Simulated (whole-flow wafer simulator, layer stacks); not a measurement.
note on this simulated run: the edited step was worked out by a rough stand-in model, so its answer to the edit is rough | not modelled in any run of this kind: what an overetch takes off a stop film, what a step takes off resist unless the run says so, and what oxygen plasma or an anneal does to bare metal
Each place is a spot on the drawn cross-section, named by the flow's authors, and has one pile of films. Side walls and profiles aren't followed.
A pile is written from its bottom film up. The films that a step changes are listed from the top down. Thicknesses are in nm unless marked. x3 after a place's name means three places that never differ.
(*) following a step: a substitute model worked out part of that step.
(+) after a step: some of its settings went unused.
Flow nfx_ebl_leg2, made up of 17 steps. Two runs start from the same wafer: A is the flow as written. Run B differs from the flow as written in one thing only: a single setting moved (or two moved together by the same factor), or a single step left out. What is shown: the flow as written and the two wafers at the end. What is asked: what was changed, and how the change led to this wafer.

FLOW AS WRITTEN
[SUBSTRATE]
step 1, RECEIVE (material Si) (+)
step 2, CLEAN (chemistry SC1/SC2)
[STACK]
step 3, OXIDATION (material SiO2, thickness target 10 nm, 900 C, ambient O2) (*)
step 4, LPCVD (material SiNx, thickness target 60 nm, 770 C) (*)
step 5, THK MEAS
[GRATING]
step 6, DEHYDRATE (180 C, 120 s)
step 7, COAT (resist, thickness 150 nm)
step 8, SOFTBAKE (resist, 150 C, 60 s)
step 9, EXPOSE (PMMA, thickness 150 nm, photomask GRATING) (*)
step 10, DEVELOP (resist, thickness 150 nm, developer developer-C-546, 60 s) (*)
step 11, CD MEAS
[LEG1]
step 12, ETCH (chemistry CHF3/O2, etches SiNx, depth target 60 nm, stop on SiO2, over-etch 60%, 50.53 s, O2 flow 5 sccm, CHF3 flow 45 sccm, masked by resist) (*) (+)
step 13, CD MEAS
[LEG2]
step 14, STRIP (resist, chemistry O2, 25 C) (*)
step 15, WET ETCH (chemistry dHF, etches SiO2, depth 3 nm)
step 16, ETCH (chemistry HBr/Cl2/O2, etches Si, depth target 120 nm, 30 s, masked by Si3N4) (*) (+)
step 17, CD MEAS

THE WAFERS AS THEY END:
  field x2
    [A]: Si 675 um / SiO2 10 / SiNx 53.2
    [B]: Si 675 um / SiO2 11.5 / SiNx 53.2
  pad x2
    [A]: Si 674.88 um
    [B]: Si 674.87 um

Cause: step 3, OXIDATION: thickness target 11.5 nm was run, though the flow has thickness target 10 nm.
One can read it off the wafer: field x2 has SiO2 11.5, and step 3 as written asks for 10 nm.

Step by step, how the change led to this:
  step 3, OXIDATION (material SiO2, thickness target 10 nm, 900 C, ambient O2) (*)
      field x2, pad x2: A SiO2 gains 10 (new film), chemical SiO2 loses 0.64 (all of it), Si loses 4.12 | B SiO2 gains 11.5 (new film), chemical SiO2 loses 0.64 (all of it), Si loses 4.78
  step 12, ETCH (chemistry CHF3/O2, etches SiNx, depth target 60 nm, stop on SiO2, over-etch 60%, 50.53 s, O2 flow 5 sccm, CHF3 flow 45 sccm, masked by resist) (*) (+)
      pad x2: A SiNx loses 60 (all of it), SiO2 loses 10 (all of it) | B SiNx loses 60 (all of it), SiO2 loses 11.5 (all of it)
